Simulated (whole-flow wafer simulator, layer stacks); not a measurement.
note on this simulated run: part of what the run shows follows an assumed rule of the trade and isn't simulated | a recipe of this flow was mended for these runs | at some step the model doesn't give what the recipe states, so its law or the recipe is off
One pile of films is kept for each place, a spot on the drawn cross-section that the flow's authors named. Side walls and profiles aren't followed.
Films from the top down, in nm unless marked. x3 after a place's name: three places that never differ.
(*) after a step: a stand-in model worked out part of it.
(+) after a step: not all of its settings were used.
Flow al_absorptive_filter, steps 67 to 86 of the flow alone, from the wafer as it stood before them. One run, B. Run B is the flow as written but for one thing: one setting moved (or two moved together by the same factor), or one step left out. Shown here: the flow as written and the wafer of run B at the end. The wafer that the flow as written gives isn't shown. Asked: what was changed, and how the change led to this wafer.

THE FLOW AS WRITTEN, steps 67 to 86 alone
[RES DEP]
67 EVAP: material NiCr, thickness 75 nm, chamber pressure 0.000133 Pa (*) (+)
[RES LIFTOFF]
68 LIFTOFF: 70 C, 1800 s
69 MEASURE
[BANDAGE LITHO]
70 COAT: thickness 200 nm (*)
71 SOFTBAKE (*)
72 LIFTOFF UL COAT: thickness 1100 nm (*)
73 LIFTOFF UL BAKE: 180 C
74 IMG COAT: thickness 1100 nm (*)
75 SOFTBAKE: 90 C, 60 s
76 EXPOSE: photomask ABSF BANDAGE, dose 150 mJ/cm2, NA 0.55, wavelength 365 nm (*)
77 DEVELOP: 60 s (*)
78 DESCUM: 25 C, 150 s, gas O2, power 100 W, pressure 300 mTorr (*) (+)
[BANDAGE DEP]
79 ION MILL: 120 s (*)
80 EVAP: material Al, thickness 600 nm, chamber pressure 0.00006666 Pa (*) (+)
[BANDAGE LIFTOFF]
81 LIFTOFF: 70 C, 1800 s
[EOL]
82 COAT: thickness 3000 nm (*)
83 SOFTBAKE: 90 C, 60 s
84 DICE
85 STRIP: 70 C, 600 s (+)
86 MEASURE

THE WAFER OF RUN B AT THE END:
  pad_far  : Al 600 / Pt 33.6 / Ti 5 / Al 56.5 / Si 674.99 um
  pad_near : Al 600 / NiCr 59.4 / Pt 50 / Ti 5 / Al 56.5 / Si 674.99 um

The cause: step 79, ION MILL: 134 s was run, where the flow has 120 s.

How the change led to this, step by step:
  79 ION MILL: 120 s (*)
      gnd, ledge, res and 9 more: i-line-resist -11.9 (as written it would be: i-line-resist -10.7)
      pad_far: Pt -16.4 (as written it would be: Pt -14.7)
      (and at 1 more place)
